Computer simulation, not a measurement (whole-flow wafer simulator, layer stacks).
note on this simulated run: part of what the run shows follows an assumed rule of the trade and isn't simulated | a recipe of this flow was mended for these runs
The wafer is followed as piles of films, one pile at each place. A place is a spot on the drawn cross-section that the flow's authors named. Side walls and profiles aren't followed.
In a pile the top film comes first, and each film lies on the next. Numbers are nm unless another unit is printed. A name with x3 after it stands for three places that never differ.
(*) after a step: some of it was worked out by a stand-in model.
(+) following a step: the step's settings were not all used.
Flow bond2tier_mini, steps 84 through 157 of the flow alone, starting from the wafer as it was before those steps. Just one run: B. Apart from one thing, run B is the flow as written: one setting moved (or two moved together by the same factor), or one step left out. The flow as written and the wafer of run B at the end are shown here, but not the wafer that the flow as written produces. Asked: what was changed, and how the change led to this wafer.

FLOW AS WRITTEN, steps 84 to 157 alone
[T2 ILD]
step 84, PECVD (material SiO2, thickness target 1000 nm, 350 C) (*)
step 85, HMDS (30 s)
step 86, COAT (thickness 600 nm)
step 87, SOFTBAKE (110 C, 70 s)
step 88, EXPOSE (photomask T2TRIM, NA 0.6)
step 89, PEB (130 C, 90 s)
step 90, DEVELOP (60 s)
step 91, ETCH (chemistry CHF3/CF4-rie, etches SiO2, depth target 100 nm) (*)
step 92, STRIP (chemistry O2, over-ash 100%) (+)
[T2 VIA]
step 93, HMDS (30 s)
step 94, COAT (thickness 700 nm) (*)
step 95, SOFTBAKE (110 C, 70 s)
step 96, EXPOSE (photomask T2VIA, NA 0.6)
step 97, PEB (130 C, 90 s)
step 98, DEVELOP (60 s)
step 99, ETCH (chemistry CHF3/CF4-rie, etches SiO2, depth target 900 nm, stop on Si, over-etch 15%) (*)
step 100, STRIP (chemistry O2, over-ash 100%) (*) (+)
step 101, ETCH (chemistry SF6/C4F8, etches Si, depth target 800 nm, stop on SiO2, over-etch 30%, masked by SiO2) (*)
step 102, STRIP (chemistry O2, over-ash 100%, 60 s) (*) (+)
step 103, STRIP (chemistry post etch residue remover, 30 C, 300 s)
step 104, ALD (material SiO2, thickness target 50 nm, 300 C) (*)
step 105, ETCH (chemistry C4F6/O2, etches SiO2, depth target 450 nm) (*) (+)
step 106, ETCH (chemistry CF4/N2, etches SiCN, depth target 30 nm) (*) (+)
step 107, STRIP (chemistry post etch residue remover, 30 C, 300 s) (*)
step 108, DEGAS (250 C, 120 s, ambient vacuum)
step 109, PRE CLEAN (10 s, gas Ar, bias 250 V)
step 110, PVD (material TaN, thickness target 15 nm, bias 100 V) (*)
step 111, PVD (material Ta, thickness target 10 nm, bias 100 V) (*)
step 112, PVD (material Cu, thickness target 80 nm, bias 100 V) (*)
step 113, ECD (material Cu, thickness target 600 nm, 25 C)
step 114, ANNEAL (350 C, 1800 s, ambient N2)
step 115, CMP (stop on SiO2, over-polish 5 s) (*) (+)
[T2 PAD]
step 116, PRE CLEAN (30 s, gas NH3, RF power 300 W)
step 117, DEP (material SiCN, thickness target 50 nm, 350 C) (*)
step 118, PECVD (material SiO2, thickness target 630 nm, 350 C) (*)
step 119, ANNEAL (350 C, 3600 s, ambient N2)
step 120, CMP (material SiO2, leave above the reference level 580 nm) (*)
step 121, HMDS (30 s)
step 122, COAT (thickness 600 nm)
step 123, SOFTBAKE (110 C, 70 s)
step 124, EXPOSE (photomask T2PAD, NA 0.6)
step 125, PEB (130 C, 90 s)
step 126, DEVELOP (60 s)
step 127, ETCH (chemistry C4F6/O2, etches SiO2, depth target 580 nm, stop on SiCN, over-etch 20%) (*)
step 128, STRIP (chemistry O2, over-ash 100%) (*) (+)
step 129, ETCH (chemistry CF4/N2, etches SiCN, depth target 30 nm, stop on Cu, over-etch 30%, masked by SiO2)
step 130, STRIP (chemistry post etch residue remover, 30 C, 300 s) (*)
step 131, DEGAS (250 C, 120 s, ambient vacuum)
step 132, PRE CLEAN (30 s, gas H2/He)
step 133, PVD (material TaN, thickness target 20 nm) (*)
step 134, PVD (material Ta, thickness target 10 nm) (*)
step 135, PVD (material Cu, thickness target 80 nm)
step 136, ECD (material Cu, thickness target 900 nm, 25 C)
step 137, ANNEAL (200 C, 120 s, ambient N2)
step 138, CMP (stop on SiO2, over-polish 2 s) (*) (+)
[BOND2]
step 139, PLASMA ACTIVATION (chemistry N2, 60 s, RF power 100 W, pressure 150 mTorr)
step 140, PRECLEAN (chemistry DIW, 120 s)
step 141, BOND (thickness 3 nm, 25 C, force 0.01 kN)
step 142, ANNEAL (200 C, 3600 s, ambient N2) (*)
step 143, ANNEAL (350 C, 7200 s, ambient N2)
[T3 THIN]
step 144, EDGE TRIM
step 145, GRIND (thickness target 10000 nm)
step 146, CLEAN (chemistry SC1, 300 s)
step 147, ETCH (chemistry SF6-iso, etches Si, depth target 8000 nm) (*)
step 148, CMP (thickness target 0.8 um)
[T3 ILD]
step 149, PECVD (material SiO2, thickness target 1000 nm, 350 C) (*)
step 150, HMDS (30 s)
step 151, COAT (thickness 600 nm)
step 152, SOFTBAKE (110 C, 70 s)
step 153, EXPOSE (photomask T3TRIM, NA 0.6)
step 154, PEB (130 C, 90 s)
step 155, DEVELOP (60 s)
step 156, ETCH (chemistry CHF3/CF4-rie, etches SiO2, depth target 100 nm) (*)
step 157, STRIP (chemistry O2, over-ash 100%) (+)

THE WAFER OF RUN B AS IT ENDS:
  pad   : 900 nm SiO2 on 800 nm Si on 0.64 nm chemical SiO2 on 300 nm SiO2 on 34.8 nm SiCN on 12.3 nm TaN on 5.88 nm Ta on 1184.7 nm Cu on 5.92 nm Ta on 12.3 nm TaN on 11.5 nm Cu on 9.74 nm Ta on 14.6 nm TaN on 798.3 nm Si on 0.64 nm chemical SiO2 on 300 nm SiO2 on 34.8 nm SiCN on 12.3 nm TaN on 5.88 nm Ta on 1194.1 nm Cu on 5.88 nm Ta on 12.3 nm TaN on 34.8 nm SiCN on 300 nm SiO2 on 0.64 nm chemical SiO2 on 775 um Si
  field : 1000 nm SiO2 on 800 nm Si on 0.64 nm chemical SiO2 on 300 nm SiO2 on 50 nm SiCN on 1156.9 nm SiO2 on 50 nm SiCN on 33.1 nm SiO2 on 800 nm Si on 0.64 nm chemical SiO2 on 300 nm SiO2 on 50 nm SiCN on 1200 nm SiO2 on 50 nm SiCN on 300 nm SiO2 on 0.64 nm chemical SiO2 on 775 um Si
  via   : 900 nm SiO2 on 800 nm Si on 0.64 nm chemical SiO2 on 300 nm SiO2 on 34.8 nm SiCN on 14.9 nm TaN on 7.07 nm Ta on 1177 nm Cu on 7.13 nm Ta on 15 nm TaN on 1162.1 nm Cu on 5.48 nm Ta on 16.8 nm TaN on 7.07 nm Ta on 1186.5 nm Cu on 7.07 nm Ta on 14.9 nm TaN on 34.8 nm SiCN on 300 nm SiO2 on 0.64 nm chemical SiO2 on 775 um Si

What caused this: step 84, PECVD: thickness target 475 nm was run, though the flow has thickness target 1000 nm.

How this came from the change, step by step:
  step 84, PECVD (material SiO2, thickness target 1000 nm, 350 C) (*)
      field, pad, via: +475 SiO2 (new film) (in the flow as written it would be: +1000 SiO2 (new film))
  step 99, ETCH (chemistry CHF3/CF4-rie, etches SiO2, depth target 900 nm, stop on Si, over-etch 15%) (*)
      field: -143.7 thick-KrF-resist (in the flow as written it would be: -345 thick-KrF-resist)
      pad: -143.8 thick-KrF-resist (in the flow as written it would be: -345 thick-KrF-resist)
      (and at 1 other place as well)
  step 100, STRIP (chemistry O2, over-ash 100%) (*) (+)
      field: -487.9 thick-KrF-resist (all of it) (in the flow as written it would be: -286.6 thick-KrF-resist (all of it))
      pad: -574.2 thick-KrF-resist (all of it) (in the flow as written it would be: -372.9 thick-KrF-resist (all of it))
  step 101, ETCH (chemistry SF6/C4F8, etches Si, depth target 800 nm, stop on SiO2, over-etch 30%, masked by SiO2) (*)
      field, pad: -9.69 SiO2 (in the flow as written it would be: -10.3 SiO2)
      via: -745 Si (all of it), -0.64 chemical SiO2 (all of it), -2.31 SiO2 (in the flow as written it would be: -788.8 Si (all of it), -0.64 chemical SiO2 (all of it), -1.87 SiO2)
  step 105, ETCH (chemistry C4F6/O2, etches SiO2, depth target 450 nm) (*) (+)
      pad: -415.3 SiO2 (all of it), -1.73 Si (in the flow as written it would be: -450 SiO2)
  step 106, ETCH (chemistry CF4/N2, etches SiCN, depth target 30 nm) (*) (+)
      pad: nothing (in the flow as written it would be: -20 SiO2)
  step 109, PRE CLEAN (10 s, gas Ar, bias 250 V)
      pad: nothing (in the flow as written it would be: -3 SiO2)
  step 110, PVD (material TaN, thickness target 15 nm, bias 100 V) (*)
      via: +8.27 TaN (in the flow as written it would be: +6.94 TaN)
  step 111, PVD (material Ta, thickness target 10 nm, bias 100 V) (*)
      via: +5.48 Ta (new film) (in the flow as written it would be: +4.57 Ta (new film))
  step 112, PVD (material Cu, thickness target 80 nm, bias 100 V) (*)
      pad: +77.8 Cu (new film) (in the flow as written it would be: +75.3 Cu (new film))
      via: +42.6 Cu (new film) (in the flow as written it would be: +35 Cu (new film))
  step 113, ECD (material Cu, thickness target 600 nm, 25 C)
      pad: +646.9 Cu (in the flow as written it would be: +706.1 Cu)
      via: +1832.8 Cu (in the flow as written it would be: +2367 Cu)
